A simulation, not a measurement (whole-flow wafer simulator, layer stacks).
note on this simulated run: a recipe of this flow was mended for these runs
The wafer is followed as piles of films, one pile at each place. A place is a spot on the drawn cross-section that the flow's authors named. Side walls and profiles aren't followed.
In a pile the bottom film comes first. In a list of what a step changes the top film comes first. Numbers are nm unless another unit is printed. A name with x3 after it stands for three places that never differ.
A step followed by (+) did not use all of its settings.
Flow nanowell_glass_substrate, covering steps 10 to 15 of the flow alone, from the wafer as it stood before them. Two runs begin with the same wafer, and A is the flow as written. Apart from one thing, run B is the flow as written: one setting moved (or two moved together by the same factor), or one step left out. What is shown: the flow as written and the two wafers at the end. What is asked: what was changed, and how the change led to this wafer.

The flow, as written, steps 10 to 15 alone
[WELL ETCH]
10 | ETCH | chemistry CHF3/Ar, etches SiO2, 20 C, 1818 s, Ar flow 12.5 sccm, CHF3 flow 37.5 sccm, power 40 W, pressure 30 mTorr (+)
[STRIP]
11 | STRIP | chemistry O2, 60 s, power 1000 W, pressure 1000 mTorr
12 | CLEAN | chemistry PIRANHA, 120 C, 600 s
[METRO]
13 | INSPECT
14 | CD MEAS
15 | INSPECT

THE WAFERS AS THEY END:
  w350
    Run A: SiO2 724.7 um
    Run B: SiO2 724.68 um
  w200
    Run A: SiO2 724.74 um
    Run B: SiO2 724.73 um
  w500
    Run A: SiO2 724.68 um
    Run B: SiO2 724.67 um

The reason: step 10, ETCH: 1909 s was run, while the flow as written has 1818 s.

Step by step, how the change led to this:
  10 | ETCH | chemistry CHF3/Ar, etches SiO2, 20 C, 1818 s, Ar flow 12.5 sccm, CHF3 flow 37.5 sccm, power 40 W, pressure 30 mTorr (+)
      land: A -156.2 UV-NIL-ACRYLATE | B -164.6 UV-NIL-ACRYLATE
      w350: A -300 SiO2 | B -315 SiO2
      (as well as at 3 more places)
  11 | STRIP | chemistry O2, 60 s, power 1000 W, pressure 1000 mTorr
      land: A -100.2 UV-NIL-ACRYLATE (all of it) | B -91.7 UV-NIL-ACRYLATE (all of it)
